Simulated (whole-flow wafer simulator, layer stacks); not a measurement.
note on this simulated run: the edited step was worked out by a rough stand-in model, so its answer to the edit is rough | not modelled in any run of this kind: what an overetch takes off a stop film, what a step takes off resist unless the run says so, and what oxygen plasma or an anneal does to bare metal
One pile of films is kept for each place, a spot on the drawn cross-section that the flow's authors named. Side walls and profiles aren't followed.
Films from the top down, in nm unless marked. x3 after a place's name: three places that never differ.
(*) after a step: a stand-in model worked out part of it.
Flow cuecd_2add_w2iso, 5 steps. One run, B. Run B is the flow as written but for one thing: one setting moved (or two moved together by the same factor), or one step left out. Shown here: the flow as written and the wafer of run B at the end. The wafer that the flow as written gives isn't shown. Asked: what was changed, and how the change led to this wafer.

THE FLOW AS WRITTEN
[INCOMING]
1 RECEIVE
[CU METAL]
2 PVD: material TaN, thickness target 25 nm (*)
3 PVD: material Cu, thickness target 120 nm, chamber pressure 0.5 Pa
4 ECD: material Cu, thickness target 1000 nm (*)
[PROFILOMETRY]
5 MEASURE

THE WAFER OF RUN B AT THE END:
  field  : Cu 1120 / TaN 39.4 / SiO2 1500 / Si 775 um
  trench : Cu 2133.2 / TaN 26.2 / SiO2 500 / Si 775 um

The cause: step 2, PVD: thickness target 39.4 nm was run, where the flow has thickness target 25 nm.
It can be read off the wafer: field has TaN 39.4, and step 2 as written asks for 25 nm.

How the change led to this, step by step:
  2 PVD: material TaN, thickness target 25 nm (*)
      field: TaN +39.4 (new film) (as written it would be: TaN +25 (new film))
      trench: TaN +26.2 (new film) (as written it would be: TaN +16.6 (new film))
